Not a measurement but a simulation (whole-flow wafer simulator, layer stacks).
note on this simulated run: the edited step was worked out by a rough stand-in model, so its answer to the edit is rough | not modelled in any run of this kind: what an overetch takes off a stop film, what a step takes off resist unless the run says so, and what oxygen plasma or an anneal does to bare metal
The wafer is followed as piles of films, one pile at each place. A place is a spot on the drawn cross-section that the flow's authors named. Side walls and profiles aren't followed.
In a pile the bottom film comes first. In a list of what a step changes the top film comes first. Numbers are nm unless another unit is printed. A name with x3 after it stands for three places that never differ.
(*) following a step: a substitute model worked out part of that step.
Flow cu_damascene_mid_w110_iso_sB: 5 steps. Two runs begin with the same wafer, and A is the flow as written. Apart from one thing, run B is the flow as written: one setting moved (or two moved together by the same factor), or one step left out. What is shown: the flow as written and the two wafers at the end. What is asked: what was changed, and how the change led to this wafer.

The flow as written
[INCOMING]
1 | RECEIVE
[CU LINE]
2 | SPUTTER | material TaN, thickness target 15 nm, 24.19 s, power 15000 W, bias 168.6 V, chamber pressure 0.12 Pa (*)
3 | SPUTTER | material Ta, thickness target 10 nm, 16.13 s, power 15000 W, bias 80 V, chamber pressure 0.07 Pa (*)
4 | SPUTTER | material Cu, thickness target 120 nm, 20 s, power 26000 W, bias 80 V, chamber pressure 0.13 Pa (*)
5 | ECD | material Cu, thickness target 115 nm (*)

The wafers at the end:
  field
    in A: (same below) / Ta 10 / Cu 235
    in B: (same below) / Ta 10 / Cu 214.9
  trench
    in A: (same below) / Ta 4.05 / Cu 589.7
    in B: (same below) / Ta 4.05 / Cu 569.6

The reason: step 5, ECD: thickness target 94.9 nm was run, though the flow has thickness target 115 nm.

How this came from the change, step by step:
  5 | ECD | material Cu, thickness target 115 nm (*)
      field: A +115 Cu | B +94.9 Cu
      trench: A +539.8 Cu | B +519.7 Cu
